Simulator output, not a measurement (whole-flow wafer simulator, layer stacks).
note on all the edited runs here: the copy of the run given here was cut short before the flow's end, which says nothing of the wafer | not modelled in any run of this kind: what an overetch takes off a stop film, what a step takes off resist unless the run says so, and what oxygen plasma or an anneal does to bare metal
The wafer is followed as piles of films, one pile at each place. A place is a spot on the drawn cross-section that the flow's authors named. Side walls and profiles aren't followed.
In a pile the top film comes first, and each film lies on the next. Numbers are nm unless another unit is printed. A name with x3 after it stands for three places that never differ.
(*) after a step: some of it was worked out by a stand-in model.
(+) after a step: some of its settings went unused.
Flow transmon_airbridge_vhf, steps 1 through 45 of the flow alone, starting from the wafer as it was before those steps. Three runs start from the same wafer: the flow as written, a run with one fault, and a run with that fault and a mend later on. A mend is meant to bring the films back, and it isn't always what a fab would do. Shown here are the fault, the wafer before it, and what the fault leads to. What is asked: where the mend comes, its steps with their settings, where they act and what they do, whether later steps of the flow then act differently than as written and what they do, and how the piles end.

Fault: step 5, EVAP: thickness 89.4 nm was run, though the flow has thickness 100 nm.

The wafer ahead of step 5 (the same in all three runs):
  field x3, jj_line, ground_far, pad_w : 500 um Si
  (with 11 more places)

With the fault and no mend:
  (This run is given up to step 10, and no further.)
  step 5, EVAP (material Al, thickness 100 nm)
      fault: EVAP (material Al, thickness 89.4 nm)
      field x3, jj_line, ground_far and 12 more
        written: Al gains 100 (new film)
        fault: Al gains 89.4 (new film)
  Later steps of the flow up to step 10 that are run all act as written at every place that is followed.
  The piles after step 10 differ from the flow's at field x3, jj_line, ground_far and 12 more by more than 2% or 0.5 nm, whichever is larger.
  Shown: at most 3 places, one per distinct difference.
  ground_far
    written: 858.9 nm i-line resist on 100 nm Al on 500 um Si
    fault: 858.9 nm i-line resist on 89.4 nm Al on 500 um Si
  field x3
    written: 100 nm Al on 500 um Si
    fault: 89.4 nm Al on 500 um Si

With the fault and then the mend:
  The mend stands after step 10.
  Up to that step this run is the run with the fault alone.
  step 10a, STRIP (i-line resist, 80 C, 600 s) (+)
      ground_far, pad_w, flank_w and 8 more
        i-line resist loses 858.9 (all of it)
  step 10b, EVAP (material Al, thickness 10.6 nm) (the flow's step 5, run once more with other settings)
      field x3, jj_line, ground_far and 12 more
        Al gains 10.6
  step 10c, COAT (i-line resist, thickness 900 nm) (the flow's step 6, run once more)
      field x3, jj_line, ground_far and 12 more
        i-line resist gains 900 (new film)
  step 10d, SOFTBAKE (i-line resist, 90 C, 90 s) (the flow's step 7, run once more)
      does not change any film at any place that is followed
  step 10e, EXPOSE (i-line resist, thickness 900 nm, photomask AB CPW, dose 155.4 mJ/cm2, NA 0.45, wavelength 365 nm) (*) (the flow's step 8, run once more)
      does not change any film at any place that is followed
  step 10f, PEB (i-line resist, 110 C, 60 s) (the flow's step 9, run once more)
      field x3, jj_line, ground_far and 12 more
        i-line resist loses 41
  step 10g, DEVELOP (i-line resist, thickness 900 nm, developer developer-B, 60 s) (the flow's step 10, run once more)
      ground_far, pad_w, flank_w and 8 more
        i-line resist loses 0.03
      field x3, jj_line, gap_w, gap_e
        i-line resist loses 859 (all of it)
  Later steps of the flow that are run all act as written at every place that is followed.
  By the end, the piles equal the flow's at every place that both follow.
